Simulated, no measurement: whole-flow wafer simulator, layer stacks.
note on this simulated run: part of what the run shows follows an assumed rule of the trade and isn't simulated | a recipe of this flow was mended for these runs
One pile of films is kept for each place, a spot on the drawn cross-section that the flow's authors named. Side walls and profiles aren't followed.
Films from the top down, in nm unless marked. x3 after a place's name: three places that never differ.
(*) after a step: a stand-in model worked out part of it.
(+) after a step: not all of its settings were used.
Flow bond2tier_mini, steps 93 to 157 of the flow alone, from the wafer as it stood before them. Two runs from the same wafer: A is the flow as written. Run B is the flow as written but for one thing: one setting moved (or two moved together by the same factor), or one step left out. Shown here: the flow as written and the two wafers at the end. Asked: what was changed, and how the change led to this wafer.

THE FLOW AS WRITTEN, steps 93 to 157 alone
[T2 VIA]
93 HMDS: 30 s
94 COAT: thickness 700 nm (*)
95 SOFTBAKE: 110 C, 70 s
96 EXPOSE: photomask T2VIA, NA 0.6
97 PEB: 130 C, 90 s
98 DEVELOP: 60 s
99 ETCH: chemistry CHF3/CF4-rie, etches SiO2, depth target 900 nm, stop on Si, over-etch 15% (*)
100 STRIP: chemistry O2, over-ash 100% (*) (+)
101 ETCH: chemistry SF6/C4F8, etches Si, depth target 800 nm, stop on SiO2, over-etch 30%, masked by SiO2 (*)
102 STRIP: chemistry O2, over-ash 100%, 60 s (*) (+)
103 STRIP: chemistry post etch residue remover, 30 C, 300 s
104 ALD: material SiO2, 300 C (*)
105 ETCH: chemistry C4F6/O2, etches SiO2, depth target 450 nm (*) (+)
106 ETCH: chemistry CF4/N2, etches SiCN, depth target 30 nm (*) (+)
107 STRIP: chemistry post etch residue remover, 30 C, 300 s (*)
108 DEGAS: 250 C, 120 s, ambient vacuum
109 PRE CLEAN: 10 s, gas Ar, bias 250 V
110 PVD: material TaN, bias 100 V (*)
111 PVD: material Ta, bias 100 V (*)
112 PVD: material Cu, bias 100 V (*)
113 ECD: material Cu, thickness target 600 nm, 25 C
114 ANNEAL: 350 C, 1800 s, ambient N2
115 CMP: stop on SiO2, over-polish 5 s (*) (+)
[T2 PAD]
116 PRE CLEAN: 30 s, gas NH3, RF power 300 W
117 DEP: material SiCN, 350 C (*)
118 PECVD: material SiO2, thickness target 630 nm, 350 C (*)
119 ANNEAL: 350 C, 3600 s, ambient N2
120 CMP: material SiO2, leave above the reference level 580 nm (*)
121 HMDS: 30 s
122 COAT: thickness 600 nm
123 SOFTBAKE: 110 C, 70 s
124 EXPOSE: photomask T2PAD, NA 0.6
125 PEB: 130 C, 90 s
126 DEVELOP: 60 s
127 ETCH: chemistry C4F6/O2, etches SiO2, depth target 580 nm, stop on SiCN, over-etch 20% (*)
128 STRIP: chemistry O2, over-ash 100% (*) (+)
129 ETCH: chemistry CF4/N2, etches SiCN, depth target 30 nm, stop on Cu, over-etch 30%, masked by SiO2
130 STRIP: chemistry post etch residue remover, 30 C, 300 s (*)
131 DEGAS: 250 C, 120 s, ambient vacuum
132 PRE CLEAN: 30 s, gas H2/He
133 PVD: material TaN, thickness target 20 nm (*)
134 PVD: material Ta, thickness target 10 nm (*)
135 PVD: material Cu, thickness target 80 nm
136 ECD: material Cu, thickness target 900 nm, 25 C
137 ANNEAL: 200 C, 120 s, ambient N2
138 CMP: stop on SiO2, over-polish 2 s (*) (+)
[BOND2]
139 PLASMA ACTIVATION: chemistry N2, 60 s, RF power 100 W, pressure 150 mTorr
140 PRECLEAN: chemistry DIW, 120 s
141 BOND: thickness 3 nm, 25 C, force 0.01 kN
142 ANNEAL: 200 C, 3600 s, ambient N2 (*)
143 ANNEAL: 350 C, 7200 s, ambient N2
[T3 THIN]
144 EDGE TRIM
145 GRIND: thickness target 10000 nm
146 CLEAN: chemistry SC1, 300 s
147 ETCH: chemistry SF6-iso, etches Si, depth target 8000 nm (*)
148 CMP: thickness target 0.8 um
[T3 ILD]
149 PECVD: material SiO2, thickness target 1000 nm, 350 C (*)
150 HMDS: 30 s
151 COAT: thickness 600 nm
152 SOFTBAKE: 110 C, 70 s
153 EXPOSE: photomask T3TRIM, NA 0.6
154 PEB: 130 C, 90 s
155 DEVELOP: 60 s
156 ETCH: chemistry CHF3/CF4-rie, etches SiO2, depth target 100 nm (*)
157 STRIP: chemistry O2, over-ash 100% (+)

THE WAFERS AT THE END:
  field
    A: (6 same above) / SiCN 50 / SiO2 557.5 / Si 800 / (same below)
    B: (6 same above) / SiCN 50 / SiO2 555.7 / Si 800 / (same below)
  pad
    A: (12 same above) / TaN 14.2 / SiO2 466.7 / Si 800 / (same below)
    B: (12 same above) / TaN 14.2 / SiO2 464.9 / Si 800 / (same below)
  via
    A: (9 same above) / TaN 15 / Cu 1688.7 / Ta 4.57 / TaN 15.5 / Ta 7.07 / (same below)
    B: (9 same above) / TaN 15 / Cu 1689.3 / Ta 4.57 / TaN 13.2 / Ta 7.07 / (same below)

The cause: step 109, PRE CLEAN: 16 s was run, where the flow has 10 s.

How the change led to this, step by step:
  109 PRE CLEAN: 10 s, gas Ar, bias 250 V
      field, pad: A SiO2 -3 | B SiO2 -4.8
      via: A TaN -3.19 | B TaN -5.52
